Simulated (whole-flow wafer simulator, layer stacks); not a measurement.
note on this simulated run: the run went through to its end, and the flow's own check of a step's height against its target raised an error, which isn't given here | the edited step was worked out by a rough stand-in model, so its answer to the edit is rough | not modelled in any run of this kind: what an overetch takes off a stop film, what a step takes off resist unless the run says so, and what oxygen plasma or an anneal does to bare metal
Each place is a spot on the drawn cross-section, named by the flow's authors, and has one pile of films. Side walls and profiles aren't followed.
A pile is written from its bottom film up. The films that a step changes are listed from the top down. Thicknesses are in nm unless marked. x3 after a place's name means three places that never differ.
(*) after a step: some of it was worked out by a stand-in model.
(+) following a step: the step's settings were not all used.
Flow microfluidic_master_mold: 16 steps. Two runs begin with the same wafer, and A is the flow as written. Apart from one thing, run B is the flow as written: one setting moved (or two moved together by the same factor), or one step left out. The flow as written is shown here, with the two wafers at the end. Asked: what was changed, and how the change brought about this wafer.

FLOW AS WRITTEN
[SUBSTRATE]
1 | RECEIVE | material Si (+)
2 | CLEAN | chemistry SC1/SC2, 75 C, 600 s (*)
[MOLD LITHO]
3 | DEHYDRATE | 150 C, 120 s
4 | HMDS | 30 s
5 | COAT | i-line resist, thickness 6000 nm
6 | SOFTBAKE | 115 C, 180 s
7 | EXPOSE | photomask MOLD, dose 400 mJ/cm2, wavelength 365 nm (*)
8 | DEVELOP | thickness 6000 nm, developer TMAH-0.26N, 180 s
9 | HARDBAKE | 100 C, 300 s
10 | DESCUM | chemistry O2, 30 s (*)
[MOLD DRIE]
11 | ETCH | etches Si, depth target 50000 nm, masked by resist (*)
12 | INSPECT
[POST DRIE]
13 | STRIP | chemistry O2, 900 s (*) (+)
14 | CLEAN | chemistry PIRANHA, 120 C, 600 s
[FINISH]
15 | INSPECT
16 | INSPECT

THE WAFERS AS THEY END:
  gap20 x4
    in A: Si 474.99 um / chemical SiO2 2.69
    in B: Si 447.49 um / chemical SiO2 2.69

What caused this: step 11, ETCH: depth target 77500 nm was run, whereas the flow has depth target 50000 nm.

Step by step, how the change led to this:
  11 | ETCH | etches Si, depth target 50000 nm, masked by resist (*)
      gap20 x4: A chemical SiO2 loses 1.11 (all of it), Si loses 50 um | B chemical SiO2 loses 1.11 (all of it), Si loses 77.5 um
      ridge: A i-line resist loses 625 | B i-line resist loses 968.8
  13 | STRIP | chemistry O2, 900 s (*) (+)
      ridge: A i-line resist loses 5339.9 (all of it), chemical SiO2 gains 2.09, Si loses 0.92 | B i-line resist loses 4996.2 (all of it), chemical SiO2 gains 2.09, Si loses 0.92
